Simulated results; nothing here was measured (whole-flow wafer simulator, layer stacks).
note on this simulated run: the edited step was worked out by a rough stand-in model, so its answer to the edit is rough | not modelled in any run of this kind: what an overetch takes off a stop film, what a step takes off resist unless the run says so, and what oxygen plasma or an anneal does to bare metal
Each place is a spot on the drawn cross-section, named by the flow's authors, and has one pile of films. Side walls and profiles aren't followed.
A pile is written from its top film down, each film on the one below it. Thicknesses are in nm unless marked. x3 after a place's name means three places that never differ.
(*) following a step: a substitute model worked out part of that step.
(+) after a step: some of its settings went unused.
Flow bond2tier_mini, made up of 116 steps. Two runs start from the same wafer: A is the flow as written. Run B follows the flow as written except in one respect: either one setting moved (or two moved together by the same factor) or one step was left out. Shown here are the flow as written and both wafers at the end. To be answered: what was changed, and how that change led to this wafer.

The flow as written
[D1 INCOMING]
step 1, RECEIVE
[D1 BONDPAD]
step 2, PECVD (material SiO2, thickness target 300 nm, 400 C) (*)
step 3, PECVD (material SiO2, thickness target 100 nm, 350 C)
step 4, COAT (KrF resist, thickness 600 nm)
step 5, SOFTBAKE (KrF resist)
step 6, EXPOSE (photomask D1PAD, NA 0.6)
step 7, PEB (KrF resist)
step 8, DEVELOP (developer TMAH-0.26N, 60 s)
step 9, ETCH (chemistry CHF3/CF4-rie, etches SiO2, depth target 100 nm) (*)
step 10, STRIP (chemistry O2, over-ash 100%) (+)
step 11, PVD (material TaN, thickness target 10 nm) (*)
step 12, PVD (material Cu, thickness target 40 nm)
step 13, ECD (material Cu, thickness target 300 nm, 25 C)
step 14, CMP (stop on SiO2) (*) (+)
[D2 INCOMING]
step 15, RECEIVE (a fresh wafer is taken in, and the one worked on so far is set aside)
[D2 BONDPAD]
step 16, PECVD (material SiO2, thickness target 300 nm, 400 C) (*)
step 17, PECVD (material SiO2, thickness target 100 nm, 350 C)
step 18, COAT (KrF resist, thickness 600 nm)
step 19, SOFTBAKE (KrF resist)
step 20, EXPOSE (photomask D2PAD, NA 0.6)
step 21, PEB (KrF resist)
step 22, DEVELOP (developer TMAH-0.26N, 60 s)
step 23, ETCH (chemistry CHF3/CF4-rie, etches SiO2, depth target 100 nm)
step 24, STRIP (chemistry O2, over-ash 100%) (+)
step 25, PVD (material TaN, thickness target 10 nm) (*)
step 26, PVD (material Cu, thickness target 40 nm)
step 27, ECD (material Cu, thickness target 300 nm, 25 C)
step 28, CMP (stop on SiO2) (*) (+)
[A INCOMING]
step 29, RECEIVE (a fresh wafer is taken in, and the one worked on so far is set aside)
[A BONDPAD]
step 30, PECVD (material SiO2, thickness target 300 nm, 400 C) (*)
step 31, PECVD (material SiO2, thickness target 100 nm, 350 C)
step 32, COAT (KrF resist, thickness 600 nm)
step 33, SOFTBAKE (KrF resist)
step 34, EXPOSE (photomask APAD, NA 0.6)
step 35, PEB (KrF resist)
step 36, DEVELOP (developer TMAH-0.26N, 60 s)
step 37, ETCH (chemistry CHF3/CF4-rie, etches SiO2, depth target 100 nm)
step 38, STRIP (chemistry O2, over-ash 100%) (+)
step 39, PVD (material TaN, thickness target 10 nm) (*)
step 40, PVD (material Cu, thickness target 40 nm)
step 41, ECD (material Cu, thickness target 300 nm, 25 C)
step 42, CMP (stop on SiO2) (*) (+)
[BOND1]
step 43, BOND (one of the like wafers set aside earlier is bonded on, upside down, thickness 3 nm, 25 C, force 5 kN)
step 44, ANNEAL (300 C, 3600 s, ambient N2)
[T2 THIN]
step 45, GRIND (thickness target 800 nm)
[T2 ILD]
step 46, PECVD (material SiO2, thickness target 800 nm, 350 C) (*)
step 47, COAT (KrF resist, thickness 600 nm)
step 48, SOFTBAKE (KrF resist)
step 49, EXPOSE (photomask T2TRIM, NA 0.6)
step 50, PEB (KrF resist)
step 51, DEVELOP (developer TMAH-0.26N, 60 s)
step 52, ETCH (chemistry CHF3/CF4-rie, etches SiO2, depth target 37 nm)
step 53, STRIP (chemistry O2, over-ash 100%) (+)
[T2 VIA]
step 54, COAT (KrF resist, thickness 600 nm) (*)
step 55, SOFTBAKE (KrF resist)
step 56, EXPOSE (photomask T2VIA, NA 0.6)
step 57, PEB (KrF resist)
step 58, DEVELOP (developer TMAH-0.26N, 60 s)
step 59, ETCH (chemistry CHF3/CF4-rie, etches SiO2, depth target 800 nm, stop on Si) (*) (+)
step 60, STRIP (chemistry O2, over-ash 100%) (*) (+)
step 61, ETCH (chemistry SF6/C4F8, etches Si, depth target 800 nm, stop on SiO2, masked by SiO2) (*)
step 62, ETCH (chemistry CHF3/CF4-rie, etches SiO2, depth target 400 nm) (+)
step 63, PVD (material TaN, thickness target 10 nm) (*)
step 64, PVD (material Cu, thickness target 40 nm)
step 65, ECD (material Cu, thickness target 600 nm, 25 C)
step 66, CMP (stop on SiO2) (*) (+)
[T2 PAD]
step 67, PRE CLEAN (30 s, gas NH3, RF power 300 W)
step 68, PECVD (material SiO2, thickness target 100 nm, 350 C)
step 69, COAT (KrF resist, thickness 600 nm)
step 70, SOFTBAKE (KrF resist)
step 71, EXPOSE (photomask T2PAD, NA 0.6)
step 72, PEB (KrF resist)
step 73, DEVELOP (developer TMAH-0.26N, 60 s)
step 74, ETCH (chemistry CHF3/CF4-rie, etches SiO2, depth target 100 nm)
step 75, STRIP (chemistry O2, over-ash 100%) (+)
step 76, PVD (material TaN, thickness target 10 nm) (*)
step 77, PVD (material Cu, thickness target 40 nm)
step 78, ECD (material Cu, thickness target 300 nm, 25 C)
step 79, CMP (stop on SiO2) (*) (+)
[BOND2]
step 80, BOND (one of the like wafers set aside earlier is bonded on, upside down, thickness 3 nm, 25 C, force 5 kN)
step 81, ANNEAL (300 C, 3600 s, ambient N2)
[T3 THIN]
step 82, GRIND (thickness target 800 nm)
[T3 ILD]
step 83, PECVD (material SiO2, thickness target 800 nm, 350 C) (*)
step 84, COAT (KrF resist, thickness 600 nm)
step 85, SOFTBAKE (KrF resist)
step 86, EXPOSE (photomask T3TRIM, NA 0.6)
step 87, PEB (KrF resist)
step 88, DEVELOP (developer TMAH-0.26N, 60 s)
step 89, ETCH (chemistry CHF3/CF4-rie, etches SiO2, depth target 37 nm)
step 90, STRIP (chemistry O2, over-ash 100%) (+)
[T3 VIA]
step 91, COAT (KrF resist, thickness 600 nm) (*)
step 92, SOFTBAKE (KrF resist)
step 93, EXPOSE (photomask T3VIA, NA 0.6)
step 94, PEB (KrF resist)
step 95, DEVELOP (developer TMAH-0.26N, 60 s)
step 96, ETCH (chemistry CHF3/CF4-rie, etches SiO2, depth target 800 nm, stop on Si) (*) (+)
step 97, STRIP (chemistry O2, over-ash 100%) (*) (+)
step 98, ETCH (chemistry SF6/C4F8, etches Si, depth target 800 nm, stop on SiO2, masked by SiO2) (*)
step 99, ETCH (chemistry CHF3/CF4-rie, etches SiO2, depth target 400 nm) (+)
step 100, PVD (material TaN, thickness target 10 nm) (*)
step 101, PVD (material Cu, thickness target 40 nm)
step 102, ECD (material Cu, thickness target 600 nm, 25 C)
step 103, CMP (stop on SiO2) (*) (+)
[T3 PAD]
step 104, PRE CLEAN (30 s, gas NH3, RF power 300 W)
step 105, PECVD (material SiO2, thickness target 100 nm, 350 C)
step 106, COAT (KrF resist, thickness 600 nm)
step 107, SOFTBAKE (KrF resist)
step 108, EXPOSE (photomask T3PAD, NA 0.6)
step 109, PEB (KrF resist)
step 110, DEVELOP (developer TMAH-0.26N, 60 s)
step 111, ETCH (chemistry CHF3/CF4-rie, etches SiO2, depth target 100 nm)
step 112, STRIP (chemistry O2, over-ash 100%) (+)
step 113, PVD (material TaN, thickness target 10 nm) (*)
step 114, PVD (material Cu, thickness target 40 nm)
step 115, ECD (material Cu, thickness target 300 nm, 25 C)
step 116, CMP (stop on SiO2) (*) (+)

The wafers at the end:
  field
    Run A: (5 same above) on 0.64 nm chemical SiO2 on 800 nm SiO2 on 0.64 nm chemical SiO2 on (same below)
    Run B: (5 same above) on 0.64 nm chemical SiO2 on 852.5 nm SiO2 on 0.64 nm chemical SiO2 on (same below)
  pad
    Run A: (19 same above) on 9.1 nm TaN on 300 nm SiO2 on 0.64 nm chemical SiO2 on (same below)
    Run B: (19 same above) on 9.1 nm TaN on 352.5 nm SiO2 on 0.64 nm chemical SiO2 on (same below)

Cause: step 30, PECVD: thickness target 352.5 nm was run, though the flow has thickness target 300 nm.
One can read it off the wafer: pad has SiO2 352.5, and step 30 as written asks for 300 nm.

The path from the change to this, step by step:
  step 30, PECVD (material SiO2, thickness target 300 nm, 400 C) (*)
      field, pad, via: A +300 SiO2 (new film) | B +352.5 SiO2 (new film)
